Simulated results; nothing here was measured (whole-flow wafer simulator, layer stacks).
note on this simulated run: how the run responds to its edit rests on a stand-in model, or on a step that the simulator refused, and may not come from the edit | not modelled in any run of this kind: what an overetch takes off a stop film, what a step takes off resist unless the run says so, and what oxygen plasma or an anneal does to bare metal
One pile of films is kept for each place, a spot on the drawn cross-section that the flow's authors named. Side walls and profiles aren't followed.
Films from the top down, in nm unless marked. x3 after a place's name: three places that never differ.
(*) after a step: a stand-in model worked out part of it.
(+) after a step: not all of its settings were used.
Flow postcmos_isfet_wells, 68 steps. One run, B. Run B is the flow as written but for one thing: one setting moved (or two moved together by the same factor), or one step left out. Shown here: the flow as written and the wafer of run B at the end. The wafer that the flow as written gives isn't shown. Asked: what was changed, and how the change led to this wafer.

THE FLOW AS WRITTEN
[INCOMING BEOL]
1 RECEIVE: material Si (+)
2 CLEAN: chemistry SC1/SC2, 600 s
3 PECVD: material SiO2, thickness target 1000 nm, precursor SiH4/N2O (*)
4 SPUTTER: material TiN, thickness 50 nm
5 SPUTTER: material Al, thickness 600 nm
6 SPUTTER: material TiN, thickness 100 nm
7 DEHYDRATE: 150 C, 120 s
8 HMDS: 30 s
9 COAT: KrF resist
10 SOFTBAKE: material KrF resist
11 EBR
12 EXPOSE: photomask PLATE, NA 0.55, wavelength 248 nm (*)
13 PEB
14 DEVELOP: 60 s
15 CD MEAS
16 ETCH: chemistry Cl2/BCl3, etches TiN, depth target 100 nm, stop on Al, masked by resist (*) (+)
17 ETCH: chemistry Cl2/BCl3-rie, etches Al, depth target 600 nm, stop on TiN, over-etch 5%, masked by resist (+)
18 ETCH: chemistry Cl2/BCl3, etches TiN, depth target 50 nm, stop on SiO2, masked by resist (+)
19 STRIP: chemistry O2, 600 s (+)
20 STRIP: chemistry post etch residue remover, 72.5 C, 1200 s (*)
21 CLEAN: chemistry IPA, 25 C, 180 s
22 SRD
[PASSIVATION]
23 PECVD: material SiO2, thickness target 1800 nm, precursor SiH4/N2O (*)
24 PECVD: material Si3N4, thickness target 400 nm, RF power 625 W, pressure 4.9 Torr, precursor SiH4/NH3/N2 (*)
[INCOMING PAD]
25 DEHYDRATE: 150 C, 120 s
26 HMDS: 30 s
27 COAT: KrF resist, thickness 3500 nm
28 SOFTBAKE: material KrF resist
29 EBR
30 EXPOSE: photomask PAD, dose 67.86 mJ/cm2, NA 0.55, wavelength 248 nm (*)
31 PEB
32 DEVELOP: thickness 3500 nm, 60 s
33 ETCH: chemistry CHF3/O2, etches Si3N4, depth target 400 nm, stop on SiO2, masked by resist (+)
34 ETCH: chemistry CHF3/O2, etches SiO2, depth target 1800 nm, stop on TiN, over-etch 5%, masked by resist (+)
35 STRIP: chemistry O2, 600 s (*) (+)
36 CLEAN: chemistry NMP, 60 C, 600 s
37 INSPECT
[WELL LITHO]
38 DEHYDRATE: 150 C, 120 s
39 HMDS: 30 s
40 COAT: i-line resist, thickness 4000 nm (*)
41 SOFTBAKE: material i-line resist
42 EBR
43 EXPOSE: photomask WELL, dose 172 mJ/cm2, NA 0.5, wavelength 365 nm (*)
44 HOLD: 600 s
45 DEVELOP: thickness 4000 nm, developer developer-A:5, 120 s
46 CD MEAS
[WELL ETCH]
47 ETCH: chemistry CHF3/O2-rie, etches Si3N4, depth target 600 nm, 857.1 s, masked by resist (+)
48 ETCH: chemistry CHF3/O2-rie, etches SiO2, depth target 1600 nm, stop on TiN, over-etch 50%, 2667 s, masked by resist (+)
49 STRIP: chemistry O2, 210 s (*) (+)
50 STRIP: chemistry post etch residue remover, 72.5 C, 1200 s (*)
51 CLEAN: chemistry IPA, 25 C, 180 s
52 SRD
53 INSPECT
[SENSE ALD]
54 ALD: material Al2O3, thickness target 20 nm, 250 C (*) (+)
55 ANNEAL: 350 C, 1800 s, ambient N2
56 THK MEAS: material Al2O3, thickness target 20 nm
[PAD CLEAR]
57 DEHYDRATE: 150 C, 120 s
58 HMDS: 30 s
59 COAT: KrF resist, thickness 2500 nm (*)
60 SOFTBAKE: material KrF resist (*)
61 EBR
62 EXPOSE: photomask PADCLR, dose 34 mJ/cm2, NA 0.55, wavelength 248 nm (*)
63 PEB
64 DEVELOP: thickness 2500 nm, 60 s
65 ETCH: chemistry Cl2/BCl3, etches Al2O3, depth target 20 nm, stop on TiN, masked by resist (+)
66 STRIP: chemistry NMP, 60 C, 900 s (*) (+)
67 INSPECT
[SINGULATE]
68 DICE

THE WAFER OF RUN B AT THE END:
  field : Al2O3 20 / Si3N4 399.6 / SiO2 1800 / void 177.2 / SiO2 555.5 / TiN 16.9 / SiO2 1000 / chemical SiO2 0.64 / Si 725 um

The cause: step 18, ETCH: depth target 32.72 nm was run, where the flow has depth target 50 nm.

How the change led to this, step by step:
  18 ETCH: chemistry Cl2/BCl3, etches TiN, depth target 50 nm, stop on SiO2, masked by resist (+)
      field: TiN -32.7 (as written it would be: TiN -50 (all of it))
      margin, well900, well1300 x3, pad_rim, pad_clr, pad_open: KrF resist -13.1 (as written it would be: KrF resist -20)
  23 PECVD: material SiO2, thickness target 1800 nm, precursor SiH4/N2O (*)
      field: SiO2 +1800 (new film), void +177.2 (new film), SiO2 +555.5 (new film) (as written it would be: SiO2 +1800 (new film), void +189.9 (new film), SiO2 +559.7)
Counting metal films that touch as one body, field has 1 body; the flow as written gives 0 bodies.
